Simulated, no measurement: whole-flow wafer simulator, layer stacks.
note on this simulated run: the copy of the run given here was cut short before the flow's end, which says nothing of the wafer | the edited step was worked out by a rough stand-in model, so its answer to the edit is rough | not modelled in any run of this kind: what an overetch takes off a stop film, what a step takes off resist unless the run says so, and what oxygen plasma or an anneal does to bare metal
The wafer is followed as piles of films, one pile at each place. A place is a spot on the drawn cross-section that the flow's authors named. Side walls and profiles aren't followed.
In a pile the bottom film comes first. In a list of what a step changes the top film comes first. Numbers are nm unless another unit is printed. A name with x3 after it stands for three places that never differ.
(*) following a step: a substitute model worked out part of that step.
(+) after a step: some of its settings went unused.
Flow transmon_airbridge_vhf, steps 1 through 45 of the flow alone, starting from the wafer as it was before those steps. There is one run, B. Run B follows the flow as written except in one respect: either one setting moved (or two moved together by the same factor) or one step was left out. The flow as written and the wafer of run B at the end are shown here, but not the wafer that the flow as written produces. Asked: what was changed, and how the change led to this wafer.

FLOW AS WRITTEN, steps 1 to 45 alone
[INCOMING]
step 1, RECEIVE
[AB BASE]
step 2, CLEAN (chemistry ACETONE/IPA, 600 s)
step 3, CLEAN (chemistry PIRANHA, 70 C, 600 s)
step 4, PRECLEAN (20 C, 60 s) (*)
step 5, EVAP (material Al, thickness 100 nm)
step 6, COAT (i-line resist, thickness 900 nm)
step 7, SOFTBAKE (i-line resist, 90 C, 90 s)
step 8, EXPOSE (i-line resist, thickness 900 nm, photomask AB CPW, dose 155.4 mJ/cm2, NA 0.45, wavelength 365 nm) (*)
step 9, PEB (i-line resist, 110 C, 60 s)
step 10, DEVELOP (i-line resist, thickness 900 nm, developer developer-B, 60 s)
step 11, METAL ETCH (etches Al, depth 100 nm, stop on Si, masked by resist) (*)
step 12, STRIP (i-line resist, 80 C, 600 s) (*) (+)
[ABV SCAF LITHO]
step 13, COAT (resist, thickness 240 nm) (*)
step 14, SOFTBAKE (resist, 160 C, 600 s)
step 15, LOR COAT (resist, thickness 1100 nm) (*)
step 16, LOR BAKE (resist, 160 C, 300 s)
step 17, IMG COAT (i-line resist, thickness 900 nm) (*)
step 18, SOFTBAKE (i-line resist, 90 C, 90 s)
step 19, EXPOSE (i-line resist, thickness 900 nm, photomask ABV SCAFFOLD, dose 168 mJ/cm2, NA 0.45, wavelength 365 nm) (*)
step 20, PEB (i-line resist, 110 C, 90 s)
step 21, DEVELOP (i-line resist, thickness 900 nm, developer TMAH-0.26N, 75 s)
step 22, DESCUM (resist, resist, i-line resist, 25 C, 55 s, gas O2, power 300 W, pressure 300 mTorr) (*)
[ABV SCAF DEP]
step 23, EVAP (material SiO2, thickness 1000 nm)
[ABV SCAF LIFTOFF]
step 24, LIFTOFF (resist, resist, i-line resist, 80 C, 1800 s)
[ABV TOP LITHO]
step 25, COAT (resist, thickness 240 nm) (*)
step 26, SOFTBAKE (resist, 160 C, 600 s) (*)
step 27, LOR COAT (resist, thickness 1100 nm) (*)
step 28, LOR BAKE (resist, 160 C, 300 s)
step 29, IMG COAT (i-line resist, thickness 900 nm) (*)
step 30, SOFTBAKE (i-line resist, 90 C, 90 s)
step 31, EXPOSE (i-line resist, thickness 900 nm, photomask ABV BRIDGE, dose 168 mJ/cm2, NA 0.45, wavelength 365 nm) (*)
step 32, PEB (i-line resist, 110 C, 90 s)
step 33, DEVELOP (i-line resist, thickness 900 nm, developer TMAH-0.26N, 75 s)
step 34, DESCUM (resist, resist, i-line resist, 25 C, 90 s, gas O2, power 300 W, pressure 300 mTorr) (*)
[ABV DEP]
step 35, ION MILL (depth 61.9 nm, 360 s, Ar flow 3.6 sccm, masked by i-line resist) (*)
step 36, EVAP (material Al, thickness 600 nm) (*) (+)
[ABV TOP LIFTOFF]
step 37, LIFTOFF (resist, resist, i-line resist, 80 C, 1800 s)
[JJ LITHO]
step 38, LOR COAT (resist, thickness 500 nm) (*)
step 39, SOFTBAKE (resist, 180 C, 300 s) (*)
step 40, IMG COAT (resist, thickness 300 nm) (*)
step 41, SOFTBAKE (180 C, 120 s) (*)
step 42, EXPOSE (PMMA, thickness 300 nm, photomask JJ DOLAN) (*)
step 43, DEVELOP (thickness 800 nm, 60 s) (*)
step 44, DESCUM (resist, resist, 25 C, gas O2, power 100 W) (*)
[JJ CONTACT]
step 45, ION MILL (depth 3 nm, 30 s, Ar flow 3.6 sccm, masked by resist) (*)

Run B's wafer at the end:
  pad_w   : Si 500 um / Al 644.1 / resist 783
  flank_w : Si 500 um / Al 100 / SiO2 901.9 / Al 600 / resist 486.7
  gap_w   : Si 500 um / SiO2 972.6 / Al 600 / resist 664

The reason: step 35, ION MILL: depth 47.17 nm was run, whereas the flow has depth 61.9 nm; step 35, ION MILL: 274.3 s was run, where the flow has 360 s.

Step by step, how the change led to this:
  step 35, ION MILL (depth 61.9 nm, 360 s, Ar flow 3.6 sccm, masked by i-line resist) (*)
      field x3, jj_line, ground_far, trace_open_s x2, margin_s, margin_n: i-line resist loses 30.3 (in the flow as written it would be: i-line resist loses 39.7)
      flank_w, gap_w, cpw_trace, gap_e, flank_e, bridge_strip: SiO2 loses 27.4 (in the flow as written it would be: SiO2 loses 36)
      (and at 2 other places as well)
  step 37, LIFTOFF (resist, resist, i-line resist, 80 C, 1800 s)
      margin_s, margin_n: Al loses 600 (all of it), i-line resist loses 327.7 (all of it), resist loses 992 (all of it) (in the flow as written it would be: Al loses 600 (all of it), i-line resist loses 318.3 (all of it), resist loses 992 (all of it))
